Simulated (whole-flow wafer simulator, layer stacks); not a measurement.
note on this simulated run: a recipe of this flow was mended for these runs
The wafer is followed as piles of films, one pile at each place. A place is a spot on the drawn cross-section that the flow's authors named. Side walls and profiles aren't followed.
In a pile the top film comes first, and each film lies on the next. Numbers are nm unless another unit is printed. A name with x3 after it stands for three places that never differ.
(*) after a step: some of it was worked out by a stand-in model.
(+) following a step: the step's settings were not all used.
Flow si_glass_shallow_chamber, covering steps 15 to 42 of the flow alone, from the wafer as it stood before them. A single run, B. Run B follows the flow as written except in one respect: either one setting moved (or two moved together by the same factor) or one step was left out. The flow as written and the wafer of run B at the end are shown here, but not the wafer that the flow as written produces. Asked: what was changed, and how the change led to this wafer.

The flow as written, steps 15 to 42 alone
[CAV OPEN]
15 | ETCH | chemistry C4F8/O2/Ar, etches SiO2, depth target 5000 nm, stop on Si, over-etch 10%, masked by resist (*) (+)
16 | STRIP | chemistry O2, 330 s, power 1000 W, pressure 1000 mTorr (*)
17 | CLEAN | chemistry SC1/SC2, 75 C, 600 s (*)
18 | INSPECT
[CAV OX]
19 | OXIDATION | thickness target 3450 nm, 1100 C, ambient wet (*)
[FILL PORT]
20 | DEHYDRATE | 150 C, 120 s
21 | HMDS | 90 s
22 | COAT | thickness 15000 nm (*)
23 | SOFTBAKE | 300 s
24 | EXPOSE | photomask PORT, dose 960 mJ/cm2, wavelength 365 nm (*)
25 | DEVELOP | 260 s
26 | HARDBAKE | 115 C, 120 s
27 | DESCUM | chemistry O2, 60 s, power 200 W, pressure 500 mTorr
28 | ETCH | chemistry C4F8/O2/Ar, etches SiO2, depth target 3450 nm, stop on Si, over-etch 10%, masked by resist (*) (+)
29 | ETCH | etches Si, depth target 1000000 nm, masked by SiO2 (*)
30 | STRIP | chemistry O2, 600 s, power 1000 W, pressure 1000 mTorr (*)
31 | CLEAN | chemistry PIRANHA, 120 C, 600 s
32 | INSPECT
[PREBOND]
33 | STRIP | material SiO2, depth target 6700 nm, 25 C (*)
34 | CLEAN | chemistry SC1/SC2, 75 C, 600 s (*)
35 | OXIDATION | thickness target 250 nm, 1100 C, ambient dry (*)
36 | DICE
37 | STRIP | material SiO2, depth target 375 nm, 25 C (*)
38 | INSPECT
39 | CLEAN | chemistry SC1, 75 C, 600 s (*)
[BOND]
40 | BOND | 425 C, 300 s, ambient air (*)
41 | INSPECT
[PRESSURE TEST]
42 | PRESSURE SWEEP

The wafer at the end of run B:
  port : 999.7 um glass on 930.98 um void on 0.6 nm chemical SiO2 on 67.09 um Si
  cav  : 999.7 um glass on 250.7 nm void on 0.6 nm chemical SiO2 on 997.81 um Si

What caused this: step 15, ETCH: depth target 2000 nm was run, whereas the flow has depth target 5000 nm.

How this came from the change, step by step:
  15 | ETCH | chemistry C4F8/O2/Ar, etches SiO2, depth target 5000 nm, stop on Si, over-etch 10%, masked by resist (*) (+)
      cav, port: SiO2 loses 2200 (it would be, as written: SiO2 loses 5000 (all of it), Si loses 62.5)
      rim, ramp, septum, ring: thick-i-line-resist loses 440 (it would be, as written: thick-i-line-resist loses 1100)
  16 | STRIP | chemistry O2, 330 s, power 1000 W, pressure 1000 mTorr (*)
      cav, port: nothing (it would be, as written: chemical SiO2 gains 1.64 (new film), Si loses 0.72)
      rim, ramp, septum, ring: thick-i-line-resist loses 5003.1 (all of it) (it would be, as written: thick-i-line-resist loses 4343.1 (all of it))
  17 | CLEAN | chemistry SC1/SC2, 75 C, 600 s (*)
      cav, port: SiO2 loses 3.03 (it would be, as written: chemical SiO2 loses 1.04, Si loses 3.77)
  19 | OXIDATION | thickness target 3450 nm, 1100 C, ambient wet (*)
      cav, port: SiO2 gains 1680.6, Si loses 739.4 (it would be, as written: SiO2 gains 3450 (new film), chemical SiO2 loses 0.6 (all of it), Si loses 1517.7)
  22 | COAT | thickness 15000 nm (*)
      rim: thick-i-line-resist gains 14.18 um (new film) (it would be, as written: thick-i-line-resist gains 13.4 um (new film))
      ramp: thick-i-line-resist gains 13.93 um (new film) (it would be, as written: thick-i-line-resist gains 12.89 um (new film))
      (also at 4 further places)
  23 | SOFTBAKE | 300 s
      rim: thick-i-line-resist loses 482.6 (it would be, as written: thick-i-line-resist loses 997)
      ramp: thick-i-line-resist loses 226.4 (it would be, as written: thick-i-line-resist loses 487.1)
      (also at 4 further places)
  25 | DEVELOP | 260 s
      port: thick-i-line-resist loses 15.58 um (all of it) (it would be, as written: thick-i-line-resist loses 16.16 um (all of it))
  26 | HARDBAKE | 115 C, 120 s
      rim, ramp: thick-i-line-resist loses 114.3 (it would be, as written: thick-i-line-resist loses 98.2)
      cav: thick-i-line-resist loses 136.4 (it would be, as written: thick-i-line-resist loses 147.1)
  28 | ETCH | chemistry C4F8/O2/Ar, etches SiO2, depth target 3450 nm, stop on Si, over-etch 10%, masked by resist (*) (+)
      port: SiO2 loses 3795 (it would be, as written: SiO2 loses 3450 (all of it), Si loses 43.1)
  29 | ETCH | etches Si, depth target 1000000 nm, masked by SiO2 (*)
      port: SiO2 loses 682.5 (all of it), Si loses 930.73 um (it would be, as written: hole gains 997.05 um (new film), Si loses 997.05 um (all of it))
      rim, ramp: thick-i-line-resist loses 12.75 um (all of it), SiO2 loses 934.7 (it would be, as written: thick-i-line-resist loses 11.47 um (all of it), SiO2 loses 1617.3)
      (also at 2 further places)
  30 | STRIP | chemistry O2, 600 s, power 1000 W, pressure 1000 mTorr (*)
      port: chemical SiO2 gains 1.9 (new film), Si loses 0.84 (it would be, as written: nothing)
      cav: thick-i-line-resist loses 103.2 (all of it) (it would be, as written: thick-i-line-resist loses 669.6 (all of it))
  33 | STRIP | material SiO2, depth target 6700 nm, 25 C (*)
      port: chemical SiO2 loses 1.9 (all of it) (it would be, as written: nothing)
      rim, ramp: SiO2 loses 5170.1 (all of it) (it would be, as written: SiO2 loses 4487.5 (all of it))
      (also at 1 further place)
  34 | CLEAN | chemistry SC1/SC2, 75 C, 600 s (*)
      port: chemical SiO2 gains 0.6 (new film), Si loses 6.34 (it would be, as written: nothing)
  35 | OXIDATION | thickness target 250 nm, 1100 C, ambient dry (*)
      port: SiO2 gains 250 (new film), chemical SiO2 loses 0.6 (all of it), Si loses 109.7 (it would be, as written: nothing)
  37 | STRIP | material SiO2, depth target 375 nm, 25 C (*)
      port: SiO2 loses 250 (all of it) (it would be, as written: nothing)
  39 | CLEAN | chemistry SC1, 75 C, 600 s (*)
      port: chemical SiO2 gains 0.6 (new film), Si loses 6.34 (it would be, as written: nothing)
  40 | BOND | 425 C, 300 s, ambient air (*)
      port: glass gains 999.7 um (new film), void gains 930.98 um (new film) (it would be, as written: glass gains 999.7 um (new film), hole gains 1017.3)
      cav: glass gains 999.7 um (new film), void gains 250.7 (new film) (it would be, as written: glass gains 999.7 um (new film), void gains 1095.9 (new film))
